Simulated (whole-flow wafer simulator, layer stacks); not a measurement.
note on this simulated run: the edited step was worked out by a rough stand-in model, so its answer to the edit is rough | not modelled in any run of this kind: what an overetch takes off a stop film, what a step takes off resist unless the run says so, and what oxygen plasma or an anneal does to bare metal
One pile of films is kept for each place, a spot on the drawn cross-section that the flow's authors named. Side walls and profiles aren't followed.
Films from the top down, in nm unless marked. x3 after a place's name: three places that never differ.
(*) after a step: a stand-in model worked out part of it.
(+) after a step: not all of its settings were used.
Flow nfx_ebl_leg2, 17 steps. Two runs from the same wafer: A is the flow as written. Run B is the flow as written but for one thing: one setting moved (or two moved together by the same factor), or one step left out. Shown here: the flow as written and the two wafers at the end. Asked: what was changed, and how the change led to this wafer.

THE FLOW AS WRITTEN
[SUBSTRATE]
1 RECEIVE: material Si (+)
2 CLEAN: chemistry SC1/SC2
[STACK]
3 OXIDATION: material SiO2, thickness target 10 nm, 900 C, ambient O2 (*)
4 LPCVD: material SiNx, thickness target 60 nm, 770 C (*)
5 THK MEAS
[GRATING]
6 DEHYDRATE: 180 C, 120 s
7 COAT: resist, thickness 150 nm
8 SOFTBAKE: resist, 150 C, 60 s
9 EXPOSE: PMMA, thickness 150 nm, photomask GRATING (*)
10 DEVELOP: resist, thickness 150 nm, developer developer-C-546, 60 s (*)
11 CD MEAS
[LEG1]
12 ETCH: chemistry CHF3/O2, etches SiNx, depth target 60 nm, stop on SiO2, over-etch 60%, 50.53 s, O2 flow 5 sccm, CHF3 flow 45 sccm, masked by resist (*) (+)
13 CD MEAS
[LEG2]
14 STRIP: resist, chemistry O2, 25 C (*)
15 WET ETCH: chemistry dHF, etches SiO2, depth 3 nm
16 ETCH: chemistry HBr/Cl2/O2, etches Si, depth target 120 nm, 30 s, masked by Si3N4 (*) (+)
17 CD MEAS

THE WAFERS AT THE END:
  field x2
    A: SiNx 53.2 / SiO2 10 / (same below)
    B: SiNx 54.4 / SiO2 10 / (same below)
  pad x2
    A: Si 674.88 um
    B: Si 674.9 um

The cause: step 16, ETCH: depth target 98 nm was run, where the flow has depth target 120 nm; step 16, ETCH: 24.51 s was run, where the flow has 30 s.

How the change led to this, step by step:
  16 ETCH: chemistry HBr/Cl2/O2, etches Si, depth target 120 nm, 30 s, masked by Si3N4 (*) (+)
      field x2: A SiNx -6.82 | B SiNx -5.57
      pad x2: A Si -120 | B Si -98
